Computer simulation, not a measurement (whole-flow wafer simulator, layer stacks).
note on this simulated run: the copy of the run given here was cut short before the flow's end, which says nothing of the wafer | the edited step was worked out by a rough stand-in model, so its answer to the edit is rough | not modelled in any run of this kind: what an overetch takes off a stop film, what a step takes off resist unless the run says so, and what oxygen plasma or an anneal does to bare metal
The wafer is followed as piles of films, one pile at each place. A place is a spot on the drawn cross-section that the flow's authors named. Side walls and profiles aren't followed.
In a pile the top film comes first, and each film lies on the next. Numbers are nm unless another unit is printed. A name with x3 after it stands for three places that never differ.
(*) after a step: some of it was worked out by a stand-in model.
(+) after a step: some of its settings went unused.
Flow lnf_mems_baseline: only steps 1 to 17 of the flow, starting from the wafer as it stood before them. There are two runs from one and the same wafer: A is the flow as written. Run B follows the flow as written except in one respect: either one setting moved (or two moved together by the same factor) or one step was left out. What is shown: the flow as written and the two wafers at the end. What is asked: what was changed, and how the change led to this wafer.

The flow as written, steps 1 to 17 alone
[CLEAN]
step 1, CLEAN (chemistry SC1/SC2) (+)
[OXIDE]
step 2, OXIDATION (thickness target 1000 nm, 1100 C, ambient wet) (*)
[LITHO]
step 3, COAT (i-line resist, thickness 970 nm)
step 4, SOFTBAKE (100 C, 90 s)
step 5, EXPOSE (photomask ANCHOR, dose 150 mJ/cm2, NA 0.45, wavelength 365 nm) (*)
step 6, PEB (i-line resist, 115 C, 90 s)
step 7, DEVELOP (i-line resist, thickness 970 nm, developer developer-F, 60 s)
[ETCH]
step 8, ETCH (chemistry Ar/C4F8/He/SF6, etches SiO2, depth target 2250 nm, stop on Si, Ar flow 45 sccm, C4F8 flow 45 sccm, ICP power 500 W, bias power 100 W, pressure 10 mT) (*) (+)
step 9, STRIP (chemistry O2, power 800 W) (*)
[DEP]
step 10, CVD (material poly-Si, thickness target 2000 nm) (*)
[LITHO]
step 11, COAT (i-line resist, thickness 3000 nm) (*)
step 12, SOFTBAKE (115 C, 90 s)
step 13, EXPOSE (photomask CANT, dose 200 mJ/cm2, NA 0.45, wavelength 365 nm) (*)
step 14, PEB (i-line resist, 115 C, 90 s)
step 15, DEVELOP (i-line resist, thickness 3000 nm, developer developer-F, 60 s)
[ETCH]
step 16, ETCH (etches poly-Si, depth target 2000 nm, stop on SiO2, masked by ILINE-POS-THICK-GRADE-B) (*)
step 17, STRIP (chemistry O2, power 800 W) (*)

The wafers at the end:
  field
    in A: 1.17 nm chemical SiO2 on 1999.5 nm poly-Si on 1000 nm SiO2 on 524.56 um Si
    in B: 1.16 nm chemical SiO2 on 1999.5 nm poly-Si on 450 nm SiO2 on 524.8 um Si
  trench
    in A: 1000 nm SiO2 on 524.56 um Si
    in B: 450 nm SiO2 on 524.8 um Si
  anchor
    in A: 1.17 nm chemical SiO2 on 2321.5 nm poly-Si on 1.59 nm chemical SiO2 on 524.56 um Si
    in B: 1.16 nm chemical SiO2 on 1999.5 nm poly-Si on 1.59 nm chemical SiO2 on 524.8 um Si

What caused this: step 2, OXIDATION: thickness target 450 nm was run, whereas the flow has thickness target 1000 nm.
The wafer itself shows it: field has SiO2 450, and step 2 as written asks for 1000 nm.

Step by step, how the change led to this:
  step 2, OXIDATION (thickness target 1000 nm, 1100 C, ambient wet) (*)
      field, anchor, beam, trench, char_slit: A +1000 SiO2 (new film), -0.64 chemical SiO2 (all of it), -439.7 Si | B +450 SiO2 (new film), -0.64 chemical SiO2 (all of it), -197.7 Si
  step 8, ETCH (chemistry Ar/C4F8/He/SF6, etches SiO2, depth target 2250 nm, stop on Si, Ar flow 45 sccm, C4F8 flow 45 sccm, ICP power 500 W, bias power 100 W, pressure 10 mT) (*) (+)
      field, beam, trench, char_slit: A -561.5 i-line resist | B -286.5 i-line resist
      anchor: A -1000 SiO2 (all of it) | B -450 SiO2 (all of it)
  step 9, STRIP (chemistry O2, power 800 W) (*)
      field, beam, trench, char_slit: A -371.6 i-line resist (all of it) | B -646.6 i-line resist (all of it)
  step 10, CVD (material poly-Si, thickness target 2000 nm) (*)
      anchor: A +2322 poly-Si (new film) | B +2000 poly-Si (new film)
  step 11, COAT (i-line resist, thickness 3000 nm) (*)
      anchor: A +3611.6 i-line resist (new film) | B +3389.3 i-line resist (new film)
  step 12, SOFTBAKE (115 C, 90 s)
      anchor: A +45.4 i-line resist | B +41 i-line resist
      trench: A -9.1 i-line resist | B -8.43 i-line resist
  step 14, PEB (i-line resist, 115 C, 90 s)
      anchor: A -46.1 i-line resist | B -42.1 i-line resist
  step 17, STRIP (chemistry O2, power 800 W) (*)
      anchor: A +1.17 chemical SiO2 (new film), -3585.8 i-line resist (all of it), -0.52 poly-Si | B +1.16 chemical SiO2 (new film), -3363.1 i-line resist (all of it), -0.51 poly-Si
